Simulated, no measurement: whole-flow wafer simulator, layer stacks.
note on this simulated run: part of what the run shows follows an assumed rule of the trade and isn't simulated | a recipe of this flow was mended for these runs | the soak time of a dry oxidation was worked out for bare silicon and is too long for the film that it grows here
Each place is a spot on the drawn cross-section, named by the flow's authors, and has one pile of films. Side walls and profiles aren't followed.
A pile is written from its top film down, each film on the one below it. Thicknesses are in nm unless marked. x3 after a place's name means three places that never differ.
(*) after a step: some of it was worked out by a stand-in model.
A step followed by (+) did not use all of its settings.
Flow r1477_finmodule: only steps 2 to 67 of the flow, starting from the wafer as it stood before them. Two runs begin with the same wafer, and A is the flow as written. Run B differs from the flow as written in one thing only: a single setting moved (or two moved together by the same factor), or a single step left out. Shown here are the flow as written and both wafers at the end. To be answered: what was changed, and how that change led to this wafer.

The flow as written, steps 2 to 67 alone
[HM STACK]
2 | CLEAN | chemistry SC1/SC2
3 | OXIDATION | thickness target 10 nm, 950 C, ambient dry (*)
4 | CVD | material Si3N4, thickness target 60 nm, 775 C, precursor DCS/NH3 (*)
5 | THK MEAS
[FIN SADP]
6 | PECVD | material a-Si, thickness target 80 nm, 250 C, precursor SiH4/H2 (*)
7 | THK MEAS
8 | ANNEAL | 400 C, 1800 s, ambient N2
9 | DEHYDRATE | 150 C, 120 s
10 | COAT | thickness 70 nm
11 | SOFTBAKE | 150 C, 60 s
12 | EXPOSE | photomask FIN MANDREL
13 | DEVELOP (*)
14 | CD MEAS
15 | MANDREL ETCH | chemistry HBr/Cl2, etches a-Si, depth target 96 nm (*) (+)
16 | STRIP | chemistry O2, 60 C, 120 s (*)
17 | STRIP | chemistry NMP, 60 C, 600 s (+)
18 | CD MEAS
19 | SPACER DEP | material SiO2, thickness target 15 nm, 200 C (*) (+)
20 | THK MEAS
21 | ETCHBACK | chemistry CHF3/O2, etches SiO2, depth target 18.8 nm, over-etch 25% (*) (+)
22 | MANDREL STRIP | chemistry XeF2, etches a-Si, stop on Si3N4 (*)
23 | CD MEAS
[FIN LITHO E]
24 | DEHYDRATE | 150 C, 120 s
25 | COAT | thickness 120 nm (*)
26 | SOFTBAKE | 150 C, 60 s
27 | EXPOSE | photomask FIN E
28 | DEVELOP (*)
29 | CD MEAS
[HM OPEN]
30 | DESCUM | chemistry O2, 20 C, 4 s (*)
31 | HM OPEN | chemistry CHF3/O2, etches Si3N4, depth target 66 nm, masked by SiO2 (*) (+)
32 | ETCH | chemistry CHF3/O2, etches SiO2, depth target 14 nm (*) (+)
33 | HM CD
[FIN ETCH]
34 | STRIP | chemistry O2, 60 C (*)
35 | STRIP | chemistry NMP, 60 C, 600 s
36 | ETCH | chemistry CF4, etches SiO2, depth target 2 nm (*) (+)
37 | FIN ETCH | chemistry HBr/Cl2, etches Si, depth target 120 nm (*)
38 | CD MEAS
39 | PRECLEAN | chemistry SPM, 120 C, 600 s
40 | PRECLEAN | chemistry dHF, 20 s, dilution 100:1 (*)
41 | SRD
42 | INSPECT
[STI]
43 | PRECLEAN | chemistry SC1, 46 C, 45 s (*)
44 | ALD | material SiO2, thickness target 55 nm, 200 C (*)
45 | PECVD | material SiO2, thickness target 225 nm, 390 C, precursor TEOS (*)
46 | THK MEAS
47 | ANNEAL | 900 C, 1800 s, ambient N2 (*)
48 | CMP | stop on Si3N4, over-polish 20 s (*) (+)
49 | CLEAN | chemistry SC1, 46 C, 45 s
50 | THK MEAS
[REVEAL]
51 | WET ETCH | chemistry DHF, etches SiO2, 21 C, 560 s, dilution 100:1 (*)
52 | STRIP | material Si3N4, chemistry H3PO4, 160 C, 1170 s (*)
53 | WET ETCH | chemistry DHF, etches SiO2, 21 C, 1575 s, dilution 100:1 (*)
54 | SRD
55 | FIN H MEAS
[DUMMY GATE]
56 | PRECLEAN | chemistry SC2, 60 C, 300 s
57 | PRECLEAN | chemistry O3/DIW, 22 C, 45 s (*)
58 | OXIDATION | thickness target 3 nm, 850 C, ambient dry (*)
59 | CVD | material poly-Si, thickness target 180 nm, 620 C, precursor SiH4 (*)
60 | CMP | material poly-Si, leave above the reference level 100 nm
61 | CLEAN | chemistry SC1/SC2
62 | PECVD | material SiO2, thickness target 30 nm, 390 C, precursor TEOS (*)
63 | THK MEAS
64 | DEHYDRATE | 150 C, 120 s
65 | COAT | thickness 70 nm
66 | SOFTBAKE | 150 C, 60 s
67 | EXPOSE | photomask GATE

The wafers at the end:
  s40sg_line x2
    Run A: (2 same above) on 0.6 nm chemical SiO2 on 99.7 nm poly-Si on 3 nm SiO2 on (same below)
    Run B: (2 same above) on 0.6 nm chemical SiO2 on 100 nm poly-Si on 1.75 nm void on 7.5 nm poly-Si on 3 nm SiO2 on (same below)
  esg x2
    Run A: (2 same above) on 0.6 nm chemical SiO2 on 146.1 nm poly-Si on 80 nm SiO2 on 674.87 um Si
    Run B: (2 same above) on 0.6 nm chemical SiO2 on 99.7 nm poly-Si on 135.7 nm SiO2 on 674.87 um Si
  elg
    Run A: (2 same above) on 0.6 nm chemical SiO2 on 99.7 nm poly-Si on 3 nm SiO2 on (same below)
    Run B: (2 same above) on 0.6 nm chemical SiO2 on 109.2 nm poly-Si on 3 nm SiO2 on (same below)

What caused this: step 53, WET ETCH: 462.7 s was run, whereas the flow has 1575 s.

The path from the change to this, step by step:
  53 | WET ETCH | chemistry DHF, etches SiO2, 21 C, 1575 s, dilution 100:1 (*)
      esg x2, e40sg x2, e100sg x2 and 14 more: A SiO2 loses 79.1 | B SiO2 loses 23.2
      pad x2: A SiO2 loses 85.7 | B SiO2 loses 25.2
  59 | CVD | material poly-Si, thickness target 180 nm, 620 C, precursor SiH4 (*)
      s40sg_line x2, s45sg_line x2, s50sg_line x2: A poly-Si gains 180 (new film) | B poly-Si gains 180.2 (new film), void gains 1.75 (new film), poly-Si gains 7.5 (new film)
      esg x2, e40sg x2, e100sg x2 and 12 more: A poly-Si gains 226.3 (new film) | B poly-Si gains 180 (new film)
      (as well as at 7 more places)
  60 | CMP | material poly-Si, leave above the reference level 100 nm
      pad x2: A poly-Si loses 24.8 | B poly-Si loses 75.7
      e100lg x2: A poly-Si loses 80 | B poly-Si loses 78.3
      (as well as at 5 more places)
